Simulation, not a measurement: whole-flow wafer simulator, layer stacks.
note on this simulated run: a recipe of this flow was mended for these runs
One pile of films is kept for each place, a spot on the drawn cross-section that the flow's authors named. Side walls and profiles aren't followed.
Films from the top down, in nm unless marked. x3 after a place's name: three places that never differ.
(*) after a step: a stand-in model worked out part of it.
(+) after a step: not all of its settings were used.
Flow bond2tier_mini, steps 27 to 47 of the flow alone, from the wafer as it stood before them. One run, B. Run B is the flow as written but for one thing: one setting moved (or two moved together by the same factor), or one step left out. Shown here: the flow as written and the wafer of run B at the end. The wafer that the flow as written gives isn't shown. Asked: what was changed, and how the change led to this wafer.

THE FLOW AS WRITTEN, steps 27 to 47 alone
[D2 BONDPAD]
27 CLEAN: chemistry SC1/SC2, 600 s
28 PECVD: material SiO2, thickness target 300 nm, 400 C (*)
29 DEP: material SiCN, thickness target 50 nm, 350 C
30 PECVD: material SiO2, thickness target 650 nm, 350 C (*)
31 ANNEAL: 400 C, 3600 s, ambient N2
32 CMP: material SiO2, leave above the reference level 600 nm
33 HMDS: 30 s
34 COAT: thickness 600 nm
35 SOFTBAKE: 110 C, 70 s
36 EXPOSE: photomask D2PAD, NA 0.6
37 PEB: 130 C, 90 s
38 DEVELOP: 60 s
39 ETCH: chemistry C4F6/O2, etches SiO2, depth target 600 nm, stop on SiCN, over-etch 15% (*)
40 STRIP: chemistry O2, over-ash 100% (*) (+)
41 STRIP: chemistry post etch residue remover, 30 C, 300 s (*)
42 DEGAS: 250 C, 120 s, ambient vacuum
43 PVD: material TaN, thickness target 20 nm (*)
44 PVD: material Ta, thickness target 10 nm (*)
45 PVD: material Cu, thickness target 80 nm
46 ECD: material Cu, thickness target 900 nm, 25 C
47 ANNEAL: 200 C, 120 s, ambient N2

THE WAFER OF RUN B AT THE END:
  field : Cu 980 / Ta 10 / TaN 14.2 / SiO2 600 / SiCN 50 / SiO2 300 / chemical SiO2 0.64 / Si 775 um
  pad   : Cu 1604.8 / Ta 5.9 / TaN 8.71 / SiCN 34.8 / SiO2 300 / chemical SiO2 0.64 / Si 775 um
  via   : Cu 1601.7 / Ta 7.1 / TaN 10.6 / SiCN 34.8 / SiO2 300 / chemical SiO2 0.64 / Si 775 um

The cause: step 43, PVD: thickness target 14.2 nm was run, where the flow has thickness target 20 nm.
It can be read off the wafer: field has TaN 14.2, and step 43 as written asks for 20 nm.

How the change led to this, step by step:
  43 PVD: material TaN, thickness target 20 nm (*)
      field: TaN +14.2 (new film) (as written it would be: TaN +20 (new film))
      pad: TaN +8.71 (new film) (as written it would be: TaN +12.3 (new film))
      (and at 1 more place)
